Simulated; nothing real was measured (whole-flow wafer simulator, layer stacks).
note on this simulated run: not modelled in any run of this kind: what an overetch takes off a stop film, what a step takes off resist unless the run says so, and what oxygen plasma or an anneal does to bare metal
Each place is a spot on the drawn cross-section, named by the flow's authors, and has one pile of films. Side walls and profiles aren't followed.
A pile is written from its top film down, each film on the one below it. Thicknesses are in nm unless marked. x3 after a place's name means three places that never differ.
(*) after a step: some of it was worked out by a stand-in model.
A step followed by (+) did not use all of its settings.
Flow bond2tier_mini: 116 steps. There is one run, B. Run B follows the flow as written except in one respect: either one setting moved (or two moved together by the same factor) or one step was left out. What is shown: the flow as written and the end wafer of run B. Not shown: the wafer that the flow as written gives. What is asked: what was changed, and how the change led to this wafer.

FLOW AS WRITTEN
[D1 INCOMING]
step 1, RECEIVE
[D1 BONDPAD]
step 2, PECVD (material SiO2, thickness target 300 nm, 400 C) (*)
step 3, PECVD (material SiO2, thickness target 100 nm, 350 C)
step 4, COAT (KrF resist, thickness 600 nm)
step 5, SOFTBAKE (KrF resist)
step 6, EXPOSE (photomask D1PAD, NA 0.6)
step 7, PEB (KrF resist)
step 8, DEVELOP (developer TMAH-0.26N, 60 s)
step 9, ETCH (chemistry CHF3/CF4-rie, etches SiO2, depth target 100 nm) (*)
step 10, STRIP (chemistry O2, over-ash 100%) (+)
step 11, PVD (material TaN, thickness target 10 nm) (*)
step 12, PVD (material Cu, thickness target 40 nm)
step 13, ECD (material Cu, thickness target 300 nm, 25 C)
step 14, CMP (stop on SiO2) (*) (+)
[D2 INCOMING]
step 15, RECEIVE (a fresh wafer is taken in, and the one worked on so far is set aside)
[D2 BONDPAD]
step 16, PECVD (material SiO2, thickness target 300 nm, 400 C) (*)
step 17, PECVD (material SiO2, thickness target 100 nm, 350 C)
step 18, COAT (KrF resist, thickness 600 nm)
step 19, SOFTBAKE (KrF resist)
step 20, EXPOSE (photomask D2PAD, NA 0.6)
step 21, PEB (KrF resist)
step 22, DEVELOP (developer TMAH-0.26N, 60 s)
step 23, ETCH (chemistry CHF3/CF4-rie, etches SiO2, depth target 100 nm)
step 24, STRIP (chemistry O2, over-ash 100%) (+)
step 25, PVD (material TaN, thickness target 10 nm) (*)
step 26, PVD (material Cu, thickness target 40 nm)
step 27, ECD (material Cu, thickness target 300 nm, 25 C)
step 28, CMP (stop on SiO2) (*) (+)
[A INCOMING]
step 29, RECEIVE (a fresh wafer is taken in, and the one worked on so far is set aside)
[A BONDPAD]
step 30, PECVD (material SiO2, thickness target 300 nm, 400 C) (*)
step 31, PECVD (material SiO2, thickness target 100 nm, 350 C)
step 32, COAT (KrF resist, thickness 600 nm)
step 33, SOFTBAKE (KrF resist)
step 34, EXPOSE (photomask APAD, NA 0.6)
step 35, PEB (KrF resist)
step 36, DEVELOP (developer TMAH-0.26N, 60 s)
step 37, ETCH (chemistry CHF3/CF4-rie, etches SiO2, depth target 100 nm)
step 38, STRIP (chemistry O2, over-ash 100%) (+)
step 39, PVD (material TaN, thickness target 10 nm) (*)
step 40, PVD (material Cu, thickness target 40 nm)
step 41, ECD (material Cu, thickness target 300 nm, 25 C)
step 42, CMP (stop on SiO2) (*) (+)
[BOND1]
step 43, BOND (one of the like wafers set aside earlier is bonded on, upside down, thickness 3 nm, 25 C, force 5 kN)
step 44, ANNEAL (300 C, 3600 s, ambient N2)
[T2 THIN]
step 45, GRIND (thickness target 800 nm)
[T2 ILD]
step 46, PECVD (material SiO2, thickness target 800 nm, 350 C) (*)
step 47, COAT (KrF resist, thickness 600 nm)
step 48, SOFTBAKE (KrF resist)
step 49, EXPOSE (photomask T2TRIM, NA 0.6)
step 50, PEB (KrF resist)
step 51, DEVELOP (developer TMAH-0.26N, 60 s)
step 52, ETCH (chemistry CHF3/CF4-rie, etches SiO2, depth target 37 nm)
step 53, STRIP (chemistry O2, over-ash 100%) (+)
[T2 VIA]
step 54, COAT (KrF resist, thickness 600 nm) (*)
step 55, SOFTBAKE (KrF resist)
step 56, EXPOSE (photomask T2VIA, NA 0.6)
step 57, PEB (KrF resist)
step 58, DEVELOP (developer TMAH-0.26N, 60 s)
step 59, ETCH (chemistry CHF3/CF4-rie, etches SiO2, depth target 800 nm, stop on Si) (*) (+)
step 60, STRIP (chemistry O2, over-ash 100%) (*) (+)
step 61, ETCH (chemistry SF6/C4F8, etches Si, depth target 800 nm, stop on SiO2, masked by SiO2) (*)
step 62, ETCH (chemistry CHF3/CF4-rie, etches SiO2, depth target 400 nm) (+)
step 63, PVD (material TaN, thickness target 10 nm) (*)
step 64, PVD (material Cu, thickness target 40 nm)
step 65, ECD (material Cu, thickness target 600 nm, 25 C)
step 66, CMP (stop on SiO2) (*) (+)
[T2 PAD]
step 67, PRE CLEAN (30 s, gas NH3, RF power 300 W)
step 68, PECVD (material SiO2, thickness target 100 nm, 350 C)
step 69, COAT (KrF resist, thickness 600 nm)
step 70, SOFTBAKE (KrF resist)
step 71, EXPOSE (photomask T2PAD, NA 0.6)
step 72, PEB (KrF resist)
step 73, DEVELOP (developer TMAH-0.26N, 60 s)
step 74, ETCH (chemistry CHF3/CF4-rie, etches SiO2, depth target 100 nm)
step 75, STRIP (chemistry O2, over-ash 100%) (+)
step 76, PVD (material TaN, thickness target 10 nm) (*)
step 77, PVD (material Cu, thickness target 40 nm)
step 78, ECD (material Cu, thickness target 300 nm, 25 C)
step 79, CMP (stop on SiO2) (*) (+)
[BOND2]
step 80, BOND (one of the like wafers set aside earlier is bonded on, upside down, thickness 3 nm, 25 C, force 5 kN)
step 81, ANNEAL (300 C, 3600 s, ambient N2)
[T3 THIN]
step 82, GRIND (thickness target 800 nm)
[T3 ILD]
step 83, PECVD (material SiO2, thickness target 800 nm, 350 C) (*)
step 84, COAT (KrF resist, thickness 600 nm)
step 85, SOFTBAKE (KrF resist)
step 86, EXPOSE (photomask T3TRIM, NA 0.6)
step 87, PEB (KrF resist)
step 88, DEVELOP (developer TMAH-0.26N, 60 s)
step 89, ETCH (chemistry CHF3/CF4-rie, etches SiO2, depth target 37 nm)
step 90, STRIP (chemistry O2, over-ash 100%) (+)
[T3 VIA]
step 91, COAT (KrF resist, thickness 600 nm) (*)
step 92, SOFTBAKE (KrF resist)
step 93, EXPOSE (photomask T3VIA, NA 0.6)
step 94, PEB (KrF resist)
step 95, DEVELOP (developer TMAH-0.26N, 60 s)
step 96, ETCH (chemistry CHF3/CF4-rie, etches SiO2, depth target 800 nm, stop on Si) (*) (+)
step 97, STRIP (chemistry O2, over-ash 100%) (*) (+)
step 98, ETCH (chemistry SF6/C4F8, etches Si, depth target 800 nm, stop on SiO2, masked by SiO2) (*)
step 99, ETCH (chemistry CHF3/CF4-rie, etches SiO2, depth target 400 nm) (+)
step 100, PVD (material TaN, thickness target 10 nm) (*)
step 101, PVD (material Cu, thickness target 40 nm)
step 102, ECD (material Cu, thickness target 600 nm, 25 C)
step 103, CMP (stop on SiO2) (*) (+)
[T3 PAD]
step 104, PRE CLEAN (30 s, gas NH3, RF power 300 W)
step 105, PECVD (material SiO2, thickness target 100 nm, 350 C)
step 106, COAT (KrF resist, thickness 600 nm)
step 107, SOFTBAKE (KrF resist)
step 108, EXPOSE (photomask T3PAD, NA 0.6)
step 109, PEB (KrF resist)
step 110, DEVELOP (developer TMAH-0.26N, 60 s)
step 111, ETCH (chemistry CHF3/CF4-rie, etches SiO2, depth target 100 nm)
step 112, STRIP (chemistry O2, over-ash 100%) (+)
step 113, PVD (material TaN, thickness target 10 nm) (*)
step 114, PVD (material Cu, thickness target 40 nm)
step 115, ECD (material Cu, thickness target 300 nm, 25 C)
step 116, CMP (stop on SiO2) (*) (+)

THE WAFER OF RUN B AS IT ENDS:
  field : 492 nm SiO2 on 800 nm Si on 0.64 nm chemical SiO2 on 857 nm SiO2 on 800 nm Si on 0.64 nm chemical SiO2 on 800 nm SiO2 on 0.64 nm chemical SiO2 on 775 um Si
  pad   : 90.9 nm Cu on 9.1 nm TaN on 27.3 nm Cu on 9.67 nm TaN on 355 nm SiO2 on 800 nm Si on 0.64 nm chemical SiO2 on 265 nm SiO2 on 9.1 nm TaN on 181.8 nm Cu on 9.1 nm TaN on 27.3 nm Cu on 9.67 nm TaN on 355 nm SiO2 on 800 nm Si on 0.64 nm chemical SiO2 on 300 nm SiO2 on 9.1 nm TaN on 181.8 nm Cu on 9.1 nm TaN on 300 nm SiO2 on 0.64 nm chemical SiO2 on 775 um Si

The reason: step 17, PECVD: thickness target 65 nm was run, whereas the flow has thickness target 100 nm.

The path from the change to this, step by step:
  step 17, PECVD (material SiO2, thickness target 100 nm, 350 C)
      field, pad, via: +65 SiO2 (it would be, as written: +100 SiO2)
  step 80, BOND (one of the like wafers set aside earlier is bonded on, upside down, thickness 3 nm, 25 C, force 5 kN)
      field: +775 um Si (new film), +0.64 chemical SiO2 (new film), +365 SiO2 (it would be, as written: +775 um Si (new film), +0.64 chemical SiO2 (new film), +400 SiO2)
      pad: +775 um Si (new film), +0.64 chemical SiO2 (new film), +265 SiO2 (new film), +9.1 TaN (new film), +90.9 Cu (it would be, as written: +775 um Si (new film), +0.64 chemical SiO2 (new film), +300 SiO2 (new film), +9.1 TaN (new film), +90.9 Cu)
